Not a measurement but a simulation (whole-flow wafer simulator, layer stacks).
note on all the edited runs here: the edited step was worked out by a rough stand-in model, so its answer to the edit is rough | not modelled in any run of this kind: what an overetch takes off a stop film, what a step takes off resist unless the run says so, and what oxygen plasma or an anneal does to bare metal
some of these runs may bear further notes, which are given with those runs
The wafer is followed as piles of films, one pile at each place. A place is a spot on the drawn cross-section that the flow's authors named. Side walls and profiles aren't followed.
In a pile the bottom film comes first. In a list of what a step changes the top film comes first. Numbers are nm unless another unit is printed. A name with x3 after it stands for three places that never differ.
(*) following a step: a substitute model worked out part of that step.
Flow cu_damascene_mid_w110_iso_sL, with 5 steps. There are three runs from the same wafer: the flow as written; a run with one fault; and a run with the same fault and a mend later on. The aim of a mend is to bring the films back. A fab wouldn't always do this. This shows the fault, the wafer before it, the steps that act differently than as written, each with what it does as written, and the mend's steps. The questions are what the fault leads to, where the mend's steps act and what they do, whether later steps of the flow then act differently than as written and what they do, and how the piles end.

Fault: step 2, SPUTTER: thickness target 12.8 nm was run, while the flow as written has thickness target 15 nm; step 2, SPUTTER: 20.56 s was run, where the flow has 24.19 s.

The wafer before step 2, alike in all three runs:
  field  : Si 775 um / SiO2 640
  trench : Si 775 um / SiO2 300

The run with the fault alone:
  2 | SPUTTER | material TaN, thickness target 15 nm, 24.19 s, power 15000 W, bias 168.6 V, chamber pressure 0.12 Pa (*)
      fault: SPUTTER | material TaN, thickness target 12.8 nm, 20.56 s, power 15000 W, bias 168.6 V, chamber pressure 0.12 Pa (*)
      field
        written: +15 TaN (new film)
        fault: +12.8 TaN (new film)
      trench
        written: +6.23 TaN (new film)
        fault: +5.32 TaN (new film)
  Later steps of the flow that are run all act as written at every place that is followed, up to a difference of at most 2% or 0.5 nm, whichever is larger.
  By the end, the piles at field, trench depart from the flow's by more than 2% or 0.5 nm, whichever is larger.
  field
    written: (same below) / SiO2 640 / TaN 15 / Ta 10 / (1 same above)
    fault: (same below) / SiO2 640 / TaN 12.8 / Ta 10 / (1 same above)
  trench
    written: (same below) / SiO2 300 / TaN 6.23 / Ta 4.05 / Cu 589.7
    fault: (same below) / SiO2 300 / TaN 5.32 / Ta 4.07 / Cu 588.4

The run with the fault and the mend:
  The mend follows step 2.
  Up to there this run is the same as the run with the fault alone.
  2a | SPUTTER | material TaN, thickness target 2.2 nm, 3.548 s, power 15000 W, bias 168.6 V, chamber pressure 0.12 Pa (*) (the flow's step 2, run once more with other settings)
      field
        +2.2 TaN
      trench
        +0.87 TaN
  Later steps of the flow that are run all act as written at every place that is followed.
  When the end is reached, the piles differ only a little from the flow's at the places that both follow, at most by 2% or 0.5 nm, whichever is larger.
